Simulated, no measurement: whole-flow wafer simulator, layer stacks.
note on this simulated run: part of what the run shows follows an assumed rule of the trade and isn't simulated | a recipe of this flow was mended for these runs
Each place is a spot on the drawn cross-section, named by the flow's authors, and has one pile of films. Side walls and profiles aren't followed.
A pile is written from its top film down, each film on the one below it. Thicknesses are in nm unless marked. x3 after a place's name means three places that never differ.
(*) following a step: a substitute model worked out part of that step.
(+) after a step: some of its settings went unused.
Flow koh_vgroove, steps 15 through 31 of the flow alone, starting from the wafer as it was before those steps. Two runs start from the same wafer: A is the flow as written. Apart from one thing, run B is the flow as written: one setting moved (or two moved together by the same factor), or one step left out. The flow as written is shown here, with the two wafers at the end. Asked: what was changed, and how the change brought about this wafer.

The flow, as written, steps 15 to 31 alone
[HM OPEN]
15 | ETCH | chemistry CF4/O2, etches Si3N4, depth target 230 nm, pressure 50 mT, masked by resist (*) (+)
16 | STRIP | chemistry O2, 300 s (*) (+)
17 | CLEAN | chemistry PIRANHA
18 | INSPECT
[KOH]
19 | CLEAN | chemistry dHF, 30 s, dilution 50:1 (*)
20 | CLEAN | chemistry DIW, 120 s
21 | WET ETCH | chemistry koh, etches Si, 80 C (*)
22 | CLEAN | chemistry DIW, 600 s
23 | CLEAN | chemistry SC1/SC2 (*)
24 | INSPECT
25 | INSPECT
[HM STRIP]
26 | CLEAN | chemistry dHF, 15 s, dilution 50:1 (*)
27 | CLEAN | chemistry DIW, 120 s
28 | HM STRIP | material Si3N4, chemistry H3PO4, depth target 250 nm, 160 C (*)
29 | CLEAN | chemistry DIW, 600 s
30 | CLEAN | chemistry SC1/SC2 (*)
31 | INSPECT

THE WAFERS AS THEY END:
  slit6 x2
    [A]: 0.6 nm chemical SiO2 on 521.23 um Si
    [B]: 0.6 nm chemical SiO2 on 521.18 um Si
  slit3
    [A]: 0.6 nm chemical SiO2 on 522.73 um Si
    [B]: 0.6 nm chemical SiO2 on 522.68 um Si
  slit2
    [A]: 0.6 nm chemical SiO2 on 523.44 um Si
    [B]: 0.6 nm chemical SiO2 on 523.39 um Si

The reason: step 15, ETCH: depth target 284 nm was run, while the flow as written has depth target 230 nm.

How this came from the change, step by step:
  15 | ETCH | chemistry CF4/O2, etches Si3N4, depth target 230 nm, pressure 50 mT, masked by resist (*) (+)
      slit3, slit2, slit6 x2: A -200 Si3N4 (all of it), -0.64 chemical SiO2 (all of it), -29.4 Si | B -200 Si3N4 (all of it), -0.64 chemical SiO2 (all of it), -83.4 Si
      field: A -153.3 i-line-resist | B -189.3 i-line-resist
  16 | STRIP | chemistry O2, 300 s (*) (+)
      field: A -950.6 i-line-resist (all of it) | B -914.6 i-line-resist (all of it)
